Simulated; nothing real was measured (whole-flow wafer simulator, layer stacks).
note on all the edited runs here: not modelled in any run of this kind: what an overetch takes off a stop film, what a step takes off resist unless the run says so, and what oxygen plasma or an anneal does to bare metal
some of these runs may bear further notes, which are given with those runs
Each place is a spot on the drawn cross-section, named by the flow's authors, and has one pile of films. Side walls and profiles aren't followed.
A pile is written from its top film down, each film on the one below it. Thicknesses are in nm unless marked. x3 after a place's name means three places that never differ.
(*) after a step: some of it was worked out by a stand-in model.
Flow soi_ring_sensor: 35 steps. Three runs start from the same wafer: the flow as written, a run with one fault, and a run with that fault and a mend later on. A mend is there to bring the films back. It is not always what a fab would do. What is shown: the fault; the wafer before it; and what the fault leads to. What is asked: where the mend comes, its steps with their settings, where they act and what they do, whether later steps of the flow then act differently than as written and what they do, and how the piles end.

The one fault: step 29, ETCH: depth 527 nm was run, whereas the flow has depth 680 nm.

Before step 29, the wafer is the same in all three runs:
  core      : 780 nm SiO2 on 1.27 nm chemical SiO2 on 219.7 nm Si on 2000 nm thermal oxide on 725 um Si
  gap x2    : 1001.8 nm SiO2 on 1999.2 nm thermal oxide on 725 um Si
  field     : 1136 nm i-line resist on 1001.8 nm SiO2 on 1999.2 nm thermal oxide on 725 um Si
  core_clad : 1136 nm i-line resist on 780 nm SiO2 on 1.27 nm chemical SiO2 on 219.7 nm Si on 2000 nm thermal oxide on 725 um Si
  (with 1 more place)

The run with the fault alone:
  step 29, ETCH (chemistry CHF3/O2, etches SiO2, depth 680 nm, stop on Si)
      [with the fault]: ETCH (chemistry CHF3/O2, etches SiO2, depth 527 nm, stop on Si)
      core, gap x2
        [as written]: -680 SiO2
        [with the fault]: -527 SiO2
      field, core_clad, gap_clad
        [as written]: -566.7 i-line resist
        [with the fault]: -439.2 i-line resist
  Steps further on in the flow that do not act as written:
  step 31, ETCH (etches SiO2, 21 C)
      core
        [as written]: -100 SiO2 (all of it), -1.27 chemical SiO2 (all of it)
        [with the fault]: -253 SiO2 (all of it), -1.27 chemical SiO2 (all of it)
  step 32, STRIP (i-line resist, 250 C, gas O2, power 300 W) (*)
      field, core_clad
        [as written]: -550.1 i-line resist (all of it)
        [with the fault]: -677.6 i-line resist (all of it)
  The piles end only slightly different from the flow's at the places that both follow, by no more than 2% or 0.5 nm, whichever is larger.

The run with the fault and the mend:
  After step 29 comes the mend.
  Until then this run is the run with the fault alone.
  step 29a, ETCH (chemistry CHF3/O2, etches SiO2, depth 153 nm, stop on Si) (the flow's step 29 again, with other settings)
      core, gap x2
        -153 SiO2
      field, core_clad, gap_clad
        -127.5 i-line resist
  None of the later steps of the flow acts differently than as written at any place that is followed.
  By the end, the piles equal the flow's at every place that both follow.
